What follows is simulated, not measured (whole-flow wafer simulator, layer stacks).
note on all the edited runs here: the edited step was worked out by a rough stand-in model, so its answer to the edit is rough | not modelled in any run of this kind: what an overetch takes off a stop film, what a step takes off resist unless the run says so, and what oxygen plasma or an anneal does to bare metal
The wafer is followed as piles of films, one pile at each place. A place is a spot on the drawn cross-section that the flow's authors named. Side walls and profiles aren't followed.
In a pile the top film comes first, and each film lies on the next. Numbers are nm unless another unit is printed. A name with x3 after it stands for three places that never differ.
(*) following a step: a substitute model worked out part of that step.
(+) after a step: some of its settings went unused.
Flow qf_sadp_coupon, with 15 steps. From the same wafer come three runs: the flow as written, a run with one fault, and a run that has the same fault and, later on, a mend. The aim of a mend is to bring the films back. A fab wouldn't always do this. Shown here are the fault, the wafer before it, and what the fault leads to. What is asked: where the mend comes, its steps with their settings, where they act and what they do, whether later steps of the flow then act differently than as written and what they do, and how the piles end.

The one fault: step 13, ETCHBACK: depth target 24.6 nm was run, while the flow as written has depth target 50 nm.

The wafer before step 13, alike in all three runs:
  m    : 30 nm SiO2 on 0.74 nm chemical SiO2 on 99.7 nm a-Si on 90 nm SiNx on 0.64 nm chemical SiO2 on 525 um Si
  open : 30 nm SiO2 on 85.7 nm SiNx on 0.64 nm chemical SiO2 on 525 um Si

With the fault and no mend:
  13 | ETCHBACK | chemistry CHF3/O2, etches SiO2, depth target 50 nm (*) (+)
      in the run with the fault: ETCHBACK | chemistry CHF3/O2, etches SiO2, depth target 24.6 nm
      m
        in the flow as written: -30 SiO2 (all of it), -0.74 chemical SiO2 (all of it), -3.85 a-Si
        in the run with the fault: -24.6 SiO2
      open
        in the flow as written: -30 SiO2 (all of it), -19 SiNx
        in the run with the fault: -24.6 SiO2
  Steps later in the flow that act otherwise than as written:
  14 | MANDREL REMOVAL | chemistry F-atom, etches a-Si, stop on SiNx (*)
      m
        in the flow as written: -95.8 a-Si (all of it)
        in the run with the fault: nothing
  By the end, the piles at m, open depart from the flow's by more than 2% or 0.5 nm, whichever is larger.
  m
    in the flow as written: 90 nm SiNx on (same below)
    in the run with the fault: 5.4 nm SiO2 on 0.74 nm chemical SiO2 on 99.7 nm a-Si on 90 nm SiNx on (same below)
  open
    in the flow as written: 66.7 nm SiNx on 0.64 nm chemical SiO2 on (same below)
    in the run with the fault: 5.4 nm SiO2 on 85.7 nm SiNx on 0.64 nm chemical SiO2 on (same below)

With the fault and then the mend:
  The mend follows step 13.
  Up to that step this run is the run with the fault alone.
  13a | ETCHBACK | chemistry CHF3/O2, etches SiO2, depth target 25.4 nm (*) (+) (the flow's step 13 again, with other settings)
      m
        -5.4 SiO2 (all of it), -0.74 chemical SiO2 (all of it), -3.85 a-Si
      open
        -5.4 SiO2 (all of it), -19 SiNx
  Later steps of the flow that are run all act as written at every place that is followed.
  At every place that both follow, the piles at the end match the flow's.
